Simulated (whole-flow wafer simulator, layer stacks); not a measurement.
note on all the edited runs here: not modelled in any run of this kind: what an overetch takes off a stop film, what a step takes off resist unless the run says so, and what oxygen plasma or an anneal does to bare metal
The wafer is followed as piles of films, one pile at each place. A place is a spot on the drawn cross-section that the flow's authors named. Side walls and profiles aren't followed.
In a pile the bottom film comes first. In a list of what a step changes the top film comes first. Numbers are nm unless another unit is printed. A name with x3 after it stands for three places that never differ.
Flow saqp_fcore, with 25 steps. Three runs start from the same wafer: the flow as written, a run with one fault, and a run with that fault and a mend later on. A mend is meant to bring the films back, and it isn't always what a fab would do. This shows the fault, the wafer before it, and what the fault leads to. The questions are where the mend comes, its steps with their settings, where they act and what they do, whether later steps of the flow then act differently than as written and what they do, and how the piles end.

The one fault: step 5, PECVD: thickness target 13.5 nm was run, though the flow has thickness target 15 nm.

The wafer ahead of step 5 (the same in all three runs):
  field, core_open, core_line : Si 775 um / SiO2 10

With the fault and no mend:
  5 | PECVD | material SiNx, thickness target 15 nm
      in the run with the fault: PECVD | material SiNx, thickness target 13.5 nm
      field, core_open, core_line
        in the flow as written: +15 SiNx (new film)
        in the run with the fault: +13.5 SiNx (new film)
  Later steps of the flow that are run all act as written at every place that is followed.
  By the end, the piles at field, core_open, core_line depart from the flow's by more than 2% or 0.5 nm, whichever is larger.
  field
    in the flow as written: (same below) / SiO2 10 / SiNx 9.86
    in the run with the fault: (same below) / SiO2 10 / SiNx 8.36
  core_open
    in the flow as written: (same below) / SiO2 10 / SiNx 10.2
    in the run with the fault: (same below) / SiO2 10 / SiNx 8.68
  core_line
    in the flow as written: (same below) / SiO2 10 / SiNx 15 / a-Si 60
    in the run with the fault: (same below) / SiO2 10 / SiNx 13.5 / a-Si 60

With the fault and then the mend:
  The mend follows step 5.
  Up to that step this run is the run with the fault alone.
  5a | PECVD | material SiNx, thickness target 1.5 nm (the flow's step 5 again, with other settings)
      field, core_open, core_line
        +1.5 SiNx
  Later steps of the flow that are run all act as written at every place that is followed.
  The piles end the same as the flow's at every place that both follow.
